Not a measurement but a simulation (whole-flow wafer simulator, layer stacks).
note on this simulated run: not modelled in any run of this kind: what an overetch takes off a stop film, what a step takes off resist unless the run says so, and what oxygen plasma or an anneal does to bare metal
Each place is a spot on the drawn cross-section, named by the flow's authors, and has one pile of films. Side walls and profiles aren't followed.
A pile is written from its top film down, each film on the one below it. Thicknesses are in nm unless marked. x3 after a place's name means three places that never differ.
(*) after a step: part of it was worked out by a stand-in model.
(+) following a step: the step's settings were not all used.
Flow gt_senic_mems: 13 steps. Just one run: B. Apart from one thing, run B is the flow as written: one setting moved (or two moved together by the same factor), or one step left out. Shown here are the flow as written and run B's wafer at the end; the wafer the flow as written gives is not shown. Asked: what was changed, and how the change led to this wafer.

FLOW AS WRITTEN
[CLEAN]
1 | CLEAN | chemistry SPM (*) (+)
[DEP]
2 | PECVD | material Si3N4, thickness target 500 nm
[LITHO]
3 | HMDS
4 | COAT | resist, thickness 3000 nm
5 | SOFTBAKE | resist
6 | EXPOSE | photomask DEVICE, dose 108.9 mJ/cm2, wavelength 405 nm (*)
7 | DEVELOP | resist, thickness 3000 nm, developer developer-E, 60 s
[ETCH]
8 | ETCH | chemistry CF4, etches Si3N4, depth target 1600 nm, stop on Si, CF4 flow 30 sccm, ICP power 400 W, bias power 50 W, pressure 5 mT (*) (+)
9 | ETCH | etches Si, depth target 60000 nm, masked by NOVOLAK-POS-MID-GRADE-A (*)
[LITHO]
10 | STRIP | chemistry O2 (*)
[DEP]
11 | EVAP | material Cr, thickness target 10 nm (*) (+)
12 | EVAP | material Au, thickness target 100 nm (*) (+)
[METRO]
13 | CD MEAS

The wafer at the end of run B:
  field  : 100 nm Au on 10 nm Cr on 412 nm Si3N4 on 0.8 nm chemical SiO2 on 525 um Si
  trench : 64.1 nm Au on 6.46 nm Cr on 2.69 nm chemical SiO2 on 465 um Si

What caused this: step 2, PECVD: thickness target 412 nm was run, while the flow as written has thickness target 500 nm.
One can read it off the wafer: field has Si3N4 412, and step 2 as written asks for 500 nm.

The path from the change to this, step by step:
  2 | PECVD | material Si3N4, thickness target 500 nm
      field, trench: Si3N4 gains 412 (new film) (it would be, as written: Si3N4 gains 500 (new film))
  8 | ETCH | chemistry CF4, etches Si3N4, depth target 1600 nm, stop on Si, CF4 flow 30 sccm, ICP power 400 W, bias power 50 W, pressure 5 mT (*) (+)
      field: resist loses 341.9 (it would be, as written: resist loses 400.5)
      trench: Si3N4 loses 412 (all of it), chemical SiO2 loses 0.8 (all of it) (it would be, as written: Si3N4 loses 500 (all of it), chemical SiO2 loses 0.8 (all of it))
  10 | STRIP | chemistry O2 (*)
      field: resist loses 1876 (all of it) (it would be, as written: resist loses 1817.3 (all of it))
